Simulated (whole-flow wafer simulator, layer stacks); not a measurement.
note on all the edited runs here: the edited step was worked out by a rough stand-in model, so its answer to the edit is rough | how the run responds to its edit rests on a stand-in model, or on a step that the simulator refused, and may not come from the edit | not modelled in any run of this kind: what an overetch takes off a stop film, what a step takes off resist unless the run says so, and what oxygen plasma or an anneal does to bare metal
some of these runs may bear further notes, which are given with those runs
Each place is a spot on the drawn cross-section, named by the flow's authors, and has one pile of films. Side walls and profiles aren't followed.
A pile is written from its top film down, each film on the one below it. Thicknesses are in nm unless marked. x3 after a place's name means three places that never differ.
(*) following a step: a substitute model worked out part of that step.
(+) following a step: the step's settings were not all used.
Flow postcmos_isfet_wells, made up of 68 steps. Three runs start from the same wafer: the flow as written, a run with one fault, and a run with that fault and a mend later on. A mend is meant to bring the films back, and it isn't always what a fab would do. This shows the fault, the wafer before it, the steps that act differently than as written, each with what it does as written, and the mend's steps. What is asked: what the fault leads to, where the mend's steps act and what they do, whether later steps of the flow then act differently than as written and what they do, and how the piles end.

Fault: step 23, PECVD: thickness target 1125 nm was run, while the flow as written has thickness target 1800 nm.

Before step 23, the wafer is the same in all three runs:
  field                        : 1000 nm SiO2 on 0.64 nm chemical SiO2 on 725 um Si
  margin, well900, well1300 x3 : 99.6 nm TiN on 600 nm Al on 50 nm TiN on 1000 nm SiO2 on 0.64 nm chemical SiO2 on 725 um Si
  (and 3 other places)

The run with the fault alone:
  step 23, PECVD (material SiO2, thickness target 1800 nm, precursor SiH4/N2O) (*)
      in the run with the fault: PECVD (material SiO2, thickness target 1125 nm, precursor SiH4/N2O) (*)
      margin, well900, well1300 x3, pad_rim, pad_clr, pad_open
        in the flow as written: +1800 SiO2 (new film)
        in the run with the fault: +1125 SiO2 (new film)
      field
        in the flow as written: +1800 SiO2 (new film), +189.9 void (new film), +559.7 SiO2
        in the run with the fault: +1125 SiO2 (new film), +190.1 void (new film), +559.4 SiO2
  Steps further on in the flow that do not act as written:
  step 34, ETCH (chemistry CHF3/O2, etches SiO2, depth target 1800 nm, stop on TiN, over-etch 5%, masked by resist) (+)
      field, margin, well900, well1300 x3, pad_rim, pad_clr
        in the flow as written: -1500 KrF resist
        in the run with the fault: -984.4 KrF resist
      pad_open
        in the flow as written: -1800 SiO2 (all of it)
        in the run with the fault: -1125 SiO2 (all of it)
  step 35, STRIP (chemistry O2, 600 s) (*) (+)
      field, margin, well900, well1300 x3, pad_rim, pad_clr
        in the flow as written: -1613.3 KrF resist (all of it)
        in the run with the fault: -2128.9 KrF resist (all of it)
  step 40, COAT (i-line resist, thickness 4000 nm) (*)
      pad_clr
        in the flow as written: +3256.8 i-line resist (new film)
        in the run with the fault: +3471.6 i-line resist (new film)
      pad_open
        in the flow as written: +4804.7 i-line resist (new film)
        in the run with the fault: +4561.3 i-line resist (new film)
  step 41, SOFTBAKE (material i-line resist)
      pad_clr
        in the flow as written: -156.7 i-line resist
        in the run with the fault: -93.3 i-line resist
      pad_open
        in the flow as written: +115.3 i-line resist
        in the run with the fault: +83.6 i-line resist
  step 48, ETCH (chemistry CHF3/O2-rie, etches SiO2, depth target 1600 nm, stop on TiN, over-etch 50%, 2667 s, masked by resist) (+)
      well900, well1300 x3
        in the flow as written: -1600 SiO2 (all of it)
        in the run with the fault: -925 SiO2 (all of it)
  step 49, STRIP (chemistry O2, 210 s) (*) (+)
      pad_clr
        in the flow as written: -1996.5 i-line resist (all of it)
        in the run with the fault: -2274.6 i-line resist (all of it)
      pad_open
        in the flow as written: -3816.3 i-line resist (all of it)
        in the run with the fault: -3541.2 i-line resist (all of it)
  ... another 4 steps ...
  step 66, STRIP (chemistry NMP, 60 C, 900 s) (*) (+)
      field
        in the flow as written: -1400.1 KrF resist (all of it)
        in the run with the fault: -1720.3 KrF resist (all of it)
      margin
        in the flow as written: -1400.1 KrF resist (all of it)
        in the run with the fault: -1720.2 KrF resist (all of it)
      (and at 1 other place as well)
  The piles end different from the flow's at field, margin, pad_rim, pad_clr by more than 2% or 0.5 nm, whichever is larger.
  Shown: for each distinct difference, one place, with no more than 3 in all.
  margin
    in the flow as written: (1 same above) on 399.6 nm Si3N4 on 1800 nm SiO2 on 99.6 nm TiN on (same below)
    in the run with the fault: (1 same above) on 399.6 nm Si3N4 on 1125 nm SiO2 on 99.6 nm TiN on (same below)
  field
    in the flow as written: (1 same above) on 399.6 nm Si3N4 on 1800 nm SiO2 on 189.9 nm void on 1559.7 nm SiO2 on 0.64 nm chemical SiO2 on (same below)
    in the run with the fault: (1 same above) on 399.6 nm Si3N4 on 1125 nm SiO2 on 190.1 nm void on 1559.4 nm SiO2 on 0.64 nm chemical SiO2 on (same below)
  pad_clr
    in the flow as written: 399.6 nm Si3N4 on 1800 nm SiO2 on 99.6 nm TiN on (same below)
    in the run with the fault: 399.6 nm Si3N4 on 1125 nm SiO2 on 99.6 nm TiN on (same below)

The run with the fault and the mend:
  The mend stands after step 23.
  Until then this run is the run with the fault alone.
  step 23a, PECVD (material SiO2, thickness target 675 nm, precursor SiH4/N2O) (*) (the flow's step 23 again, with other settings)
      field, margin, well900, well1300 x3, pad_rim, pad_clr, pad_open
        +675 SiO2
  Later steps of the flow that are run all act as written at every place that is followed.
  At the end the piles are close to the flow's at the places that both follow, differing by at most 2% or 0.5 nm, whichever is larger.
